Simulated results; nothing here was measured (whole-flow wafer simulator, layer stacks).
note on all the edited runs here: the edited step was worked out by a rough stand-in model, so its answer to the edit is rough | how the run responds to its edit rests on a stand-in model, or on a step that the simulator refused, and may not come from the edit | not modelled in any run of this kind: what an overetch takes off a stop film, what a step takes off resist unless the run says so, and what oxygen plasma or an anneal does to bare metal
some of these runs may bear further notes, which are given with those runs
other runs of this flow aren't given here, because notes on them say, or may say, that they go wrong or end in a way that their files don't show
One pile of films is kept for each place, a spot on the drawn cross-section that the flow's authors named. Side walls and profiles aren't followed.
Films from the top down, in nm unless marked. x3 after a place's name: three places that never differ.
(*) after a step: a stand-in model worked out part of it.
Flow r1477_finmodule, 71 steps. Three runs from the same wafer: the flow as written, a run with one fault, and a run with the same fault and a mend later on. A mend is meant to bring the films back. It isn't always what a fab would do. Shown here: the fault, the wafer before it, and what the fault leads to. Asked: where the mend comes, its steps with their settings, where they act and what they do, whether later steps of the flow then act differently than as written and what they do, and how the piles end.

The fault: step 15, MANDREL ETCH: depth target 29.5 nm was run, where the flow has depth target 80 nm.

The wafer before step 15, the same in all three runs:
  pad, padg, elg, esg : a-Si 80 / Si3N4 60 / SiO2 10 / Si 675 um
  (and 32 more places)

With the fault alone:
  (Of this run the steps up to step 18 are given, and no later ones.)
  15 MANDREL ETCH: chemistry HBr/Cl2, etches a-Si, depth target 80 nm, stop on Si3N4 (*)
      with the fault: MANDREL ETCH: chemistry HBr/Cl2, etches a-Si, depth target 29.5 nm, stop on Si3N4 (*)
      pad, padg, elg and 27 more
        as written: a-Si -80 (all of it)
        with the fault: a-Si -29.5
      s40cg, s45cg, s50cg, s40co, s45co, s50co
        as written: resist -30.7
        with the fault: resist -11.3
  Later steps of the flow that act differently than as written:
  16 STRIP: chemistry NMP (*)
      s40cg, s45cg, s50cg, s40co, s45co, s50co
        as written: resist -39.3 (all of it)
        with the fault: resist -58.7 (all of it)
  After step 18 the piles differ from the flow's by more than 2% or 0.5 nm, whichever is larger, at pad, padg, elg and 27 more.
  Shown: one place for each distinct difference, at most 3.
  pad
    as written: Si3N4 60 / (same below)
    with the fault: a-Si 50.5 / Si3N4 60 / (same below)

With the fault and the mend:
  The mend comes after step 16.
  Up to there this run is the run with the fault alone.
  16a DEHYDRATE: 150 C, 120 s (the flow's step 9 once more)
      changes no film at any place that is followed
  16b COAT: resist, thickness 70 nm (*) (the flow's step 10 once more)
      pad, padg, elg and 15 more
        resist +70 (new film)
      s40cg, s40co
        resist +50.6 (new film)
      s40sg, s40so
        resist +79.6 (new film)
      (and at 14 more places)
  16c SOFTBAKE: 180 C, 180 s (*) (the flow's step 11 once more)
      changes no film at any place that is followed
  16d EXPOSE: resist, photomask FIN MANDREL (the flow's step 12 once more)
      changes no film at any place that is followed
  16e DEVELOP (*) (the flow's step 13 once more)
      pad, padg, elg and 15 more
        resist -70 (all of it)
      s40sg, s40so
        resist -79.6 (all of it)
      s40sg_line, s40so_line
        resist -79.9 (all of it)
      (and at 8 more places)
  16f MANDREL ETCH: chemistry HBr/Cl2, etches a-Si, depth target 50.5 nm, stop on Si3N4 (*) (the flow's step 15 once more, with other settings)
      pad, padg, elg and 27 more
        a-Si -50.5 (all of it)
      s40cg, s45cg, s50cg, s40co, s45co, s50co
        resist -19.4
  16g STRIP: chemistry NMP (*) (the flow's step 16 once more)
      s40cg, s40co
        resist -31.2 (all of it)
      s45cg, s45co
        resist -32.4 (all of it)
      s50cg, s50co
        resist -33.7 (all of it)
  No later step of the flow acts differently than as written at any place that is followed.
  At the end the piles are the same as the flow's at every place that both follow.
